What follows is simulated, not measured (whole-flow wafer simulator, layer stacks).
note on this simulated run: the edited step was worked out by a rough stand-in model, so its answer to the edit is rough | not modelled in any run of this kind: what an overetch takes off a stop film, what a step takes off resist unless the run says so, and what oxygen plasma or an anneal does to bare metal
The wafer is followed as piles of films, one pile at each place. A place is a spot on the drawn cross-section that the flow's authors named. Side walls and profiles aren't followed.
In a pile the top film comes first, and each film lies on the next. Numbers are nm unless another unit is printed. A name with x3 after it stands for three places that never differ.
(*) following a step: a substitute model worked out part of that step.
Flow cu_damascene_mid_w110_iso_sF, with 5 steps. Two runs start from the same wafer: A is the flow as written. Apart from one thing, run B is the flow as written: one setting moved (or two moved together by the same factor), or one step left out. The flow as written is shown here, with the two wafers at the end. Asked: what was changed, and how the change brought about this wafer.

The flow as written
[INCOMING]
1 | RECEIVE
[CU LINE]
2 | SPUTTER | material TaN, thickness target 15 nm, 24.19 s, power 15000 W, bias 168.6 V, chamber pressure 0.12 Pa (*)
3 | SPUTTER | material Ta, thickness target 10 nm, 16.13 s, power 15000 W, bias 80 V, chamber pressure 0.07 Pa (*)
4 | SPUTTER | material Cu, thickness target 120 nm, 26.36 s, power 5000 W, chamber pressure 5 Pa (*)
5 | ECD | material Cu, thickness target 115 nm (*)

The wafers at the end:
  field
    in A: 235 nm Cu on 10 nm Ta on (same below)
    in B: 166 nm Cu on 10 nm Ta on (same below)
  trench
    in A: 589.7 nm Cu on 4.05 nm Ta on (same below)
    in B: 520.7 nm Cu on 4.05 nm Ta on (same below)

What caused this: step 5, ECD: thickness target 46 nm was run, whereas the flow has thickness target 115 nm.

The path from the change to this, step by step:
  5 | ECD | material Cu, thickness target 115 nm (*)
      field: A Cu gains 115 | B Cu gains 46
      trench: A Cu gains 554 | B Cu gains 485
